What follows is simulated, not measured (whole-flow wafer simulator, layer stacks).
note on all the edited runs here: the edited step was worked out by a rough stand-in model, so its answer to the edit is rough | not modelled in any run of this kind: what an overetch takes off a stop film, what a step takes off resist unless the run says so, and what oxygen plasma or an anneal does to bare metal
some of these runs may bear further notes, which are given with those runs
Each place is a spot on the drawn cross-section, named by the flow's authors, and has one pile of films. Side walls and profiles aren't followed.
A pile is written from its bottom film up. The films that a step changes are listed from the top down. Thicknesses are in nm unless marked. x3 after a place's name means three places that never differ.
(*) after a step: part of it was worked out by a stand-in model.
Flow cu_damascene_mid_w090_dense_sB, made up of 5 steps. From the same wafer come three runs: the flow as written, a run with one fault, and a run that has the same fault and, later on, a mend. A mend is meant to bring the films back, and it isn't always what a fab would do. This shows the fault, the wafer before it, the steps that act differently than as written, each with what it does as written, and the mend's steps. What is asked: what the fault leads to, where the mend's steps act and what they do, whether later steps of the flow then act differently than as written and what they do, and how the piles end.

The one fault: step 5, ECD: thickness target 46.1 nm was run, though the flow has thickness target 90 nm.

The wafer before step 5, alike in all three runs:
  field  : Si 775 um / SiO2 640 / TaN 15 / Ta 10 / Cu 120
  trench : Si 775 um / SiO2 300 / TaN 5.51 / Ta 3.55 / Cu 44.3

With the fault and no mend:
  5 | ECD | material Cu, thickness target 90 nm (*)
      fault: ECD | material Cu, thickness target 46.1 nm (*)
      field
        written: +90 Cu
        fault: +46.1 Cu
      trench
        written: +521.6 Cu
        fault: +477.7 Cu
  Every later step of the flow that is run acts as written at every place that is followed.
  At field, trench, the piles at the end differ from the flow's by more than 2% or 0.5 nm, whichever is larger.
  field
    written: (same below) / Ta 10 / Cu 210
    fault: (same below) / Ta 10 / Cu 166.1
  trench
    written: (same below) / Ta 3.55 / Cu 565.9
    fault: (same below) / Ta 3.55 / Cu 522

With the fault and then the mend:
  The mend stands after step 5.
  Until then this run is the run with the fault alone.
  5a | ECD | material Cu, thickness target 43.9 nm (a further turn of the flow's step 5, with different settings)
      field, trench
        +43.9 Cu
  Every later step of the flow that is run acts as written at every place that is followed.
  By the end, the piles equal the flow's at every place that both follow.
